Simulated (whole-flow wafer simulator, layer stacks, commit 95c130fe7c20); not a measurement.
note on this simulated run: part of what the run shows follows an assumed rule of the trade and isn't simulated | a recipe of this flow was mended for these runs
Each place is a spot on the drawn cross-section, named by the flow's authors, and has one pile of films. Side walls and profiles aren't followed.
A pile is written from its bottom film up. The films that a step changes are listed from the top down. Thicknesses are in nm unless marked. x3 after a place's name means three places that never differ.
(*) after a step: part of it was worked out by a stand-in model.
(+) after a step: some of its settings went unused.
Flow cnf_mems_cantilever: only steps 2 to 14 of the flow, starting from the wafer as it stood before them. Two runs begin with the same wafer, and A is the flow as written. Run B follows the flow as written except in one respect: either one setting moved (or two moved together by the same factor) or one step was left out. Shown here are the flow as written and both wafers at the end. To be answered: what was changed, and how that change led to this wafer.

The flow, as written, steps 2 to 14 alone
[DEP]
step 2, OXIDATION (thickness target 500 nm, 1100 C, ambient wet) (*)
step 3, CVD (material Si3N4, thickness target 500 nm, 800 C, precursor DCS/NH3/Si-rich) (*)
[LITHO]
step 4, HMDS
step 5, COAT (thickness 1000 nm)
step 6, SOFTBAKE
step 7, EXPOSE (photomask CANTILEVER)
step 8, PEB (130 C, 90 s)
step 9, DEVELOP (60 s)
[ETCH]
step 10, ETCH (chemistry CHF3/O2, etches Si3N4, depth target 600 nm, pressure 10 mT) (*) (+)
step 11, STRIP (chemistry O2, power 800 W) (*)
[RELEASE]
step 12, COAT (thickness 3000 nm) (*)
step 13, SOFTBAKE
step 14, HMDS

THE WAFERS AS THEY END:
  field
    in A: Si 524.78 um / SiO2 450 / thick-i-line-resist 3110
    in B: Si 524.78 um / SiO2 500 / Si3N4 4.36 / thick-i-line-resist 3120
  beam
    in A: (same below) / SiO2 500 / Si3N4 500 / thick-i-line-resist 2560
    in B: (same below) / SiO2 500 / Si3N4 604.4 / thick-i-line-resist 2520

The reason: step 3, CVD: 816 C was run, though the flow has 800 C.

The path from the change to this, step by step:
  step 3, CVD (material Si3N4, thickness target 500 nm, 800 C, precursor DCS/NH3/Si-rich) (*)
      field, beam: A +500 Si3N4 (new film) | B +604.4 Si3N4 (new film)
  step 10, ETCH (chemistry CHF3/O2, etches Si3N4, depth target 600 nm, pressure 10 mT) (*) (+)
      field: A -500 Si3N4 (all of it), -50 SiO2 | B -600 Si3N4
  step 13, SOFTBAKE
      field: A +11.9 thick-i-line-resist | B +13.2 thick-i-line-resist
      beam: A -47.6 thick-i-line-resist | B -52.8 thick-i-line-resist
